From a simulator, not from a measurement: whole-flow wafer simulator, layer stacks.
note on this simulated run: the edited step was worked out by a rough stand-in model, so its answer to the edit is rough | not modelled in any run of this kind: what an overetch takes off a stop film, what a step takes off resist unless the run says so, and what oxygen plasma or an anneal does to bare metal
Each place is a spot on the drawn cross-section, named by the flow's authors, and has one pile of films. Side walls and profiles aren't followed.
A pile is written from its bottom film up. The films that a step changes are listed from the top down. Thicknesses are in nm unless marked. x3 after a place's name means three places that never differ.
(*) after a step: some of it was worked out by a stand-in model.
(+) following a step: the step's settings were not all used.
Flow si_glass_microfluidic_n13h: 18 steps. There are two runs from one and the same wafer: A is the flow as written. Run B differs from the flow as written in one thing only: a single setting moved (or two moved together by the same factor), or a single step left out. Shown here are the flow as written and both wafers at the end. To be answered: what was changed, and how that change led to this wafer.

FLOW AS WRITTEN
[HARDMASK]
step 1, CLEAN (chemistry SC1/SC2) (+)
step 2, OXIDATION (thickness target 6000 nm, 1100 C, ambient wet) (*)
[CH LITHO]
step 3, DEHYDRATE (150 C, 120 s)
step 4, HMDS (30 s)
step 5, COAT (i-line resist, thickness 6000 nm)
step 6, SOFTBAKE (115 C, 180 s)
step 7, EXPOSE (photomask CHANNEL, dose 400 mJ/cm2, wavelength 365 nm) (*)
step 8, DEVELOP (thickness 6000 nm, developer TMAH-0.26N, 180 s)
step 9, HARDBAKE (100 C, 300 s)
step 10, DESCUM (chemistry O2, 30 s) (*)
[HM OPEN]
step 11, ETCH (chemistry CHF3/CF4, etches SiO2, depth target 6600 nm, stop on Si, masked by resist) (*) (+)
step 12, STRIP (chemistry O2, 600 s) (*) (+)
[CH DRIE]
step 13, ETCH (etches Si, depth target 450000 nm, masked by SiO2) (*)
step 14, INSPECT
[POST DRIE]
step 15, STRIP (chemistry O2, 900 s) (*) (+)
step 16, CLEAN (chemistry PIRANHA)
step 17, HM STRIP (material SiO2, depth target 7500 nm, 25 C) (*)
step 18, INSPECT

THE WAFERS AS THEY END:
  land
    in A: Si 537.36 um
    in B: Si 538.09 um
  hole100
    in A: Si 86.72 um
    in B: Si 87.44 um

The reason: step 2, OXIDATION: thickness target 4350 nm was run, while the flow as written has thickness target 6000 nm.

How this came from the change, step by step:
  step 2, OXIDATION (thickness target 6000 nm, 1100 C, ambient wet) (*)
      land, hole100: A SiO2 gains 6000 (new film), chemical SiO2 loses 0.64 (all of it), Si loses 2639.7 | B SiO2 gains 4350 (new film), chemical SiO2 loses 0.64 (all of it), Si loses 1913.7
  step 11, ETCH (chemistry CHF3/CF4, etches SiO2, depth target 6600 nm, stop on Si, masked by resist) (*) (+)
      hole100: A SiO2 loses 6000 (all of it) | B SiO2 loses 4350 (all of it)
  step 12, STRIP (chemistry O2, 600 s) (*) (+)
      land: A i-line resist loses 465 (all of it) | B i-line resist loses 527.5 (all of it)
  step 17, HM STRIP (material SiO2, depth target 7500 nm, 25 C) (*)
      land: A SiO2 loses 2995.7 (all of it) | B SiO2 loses 1345.7 (all of it)
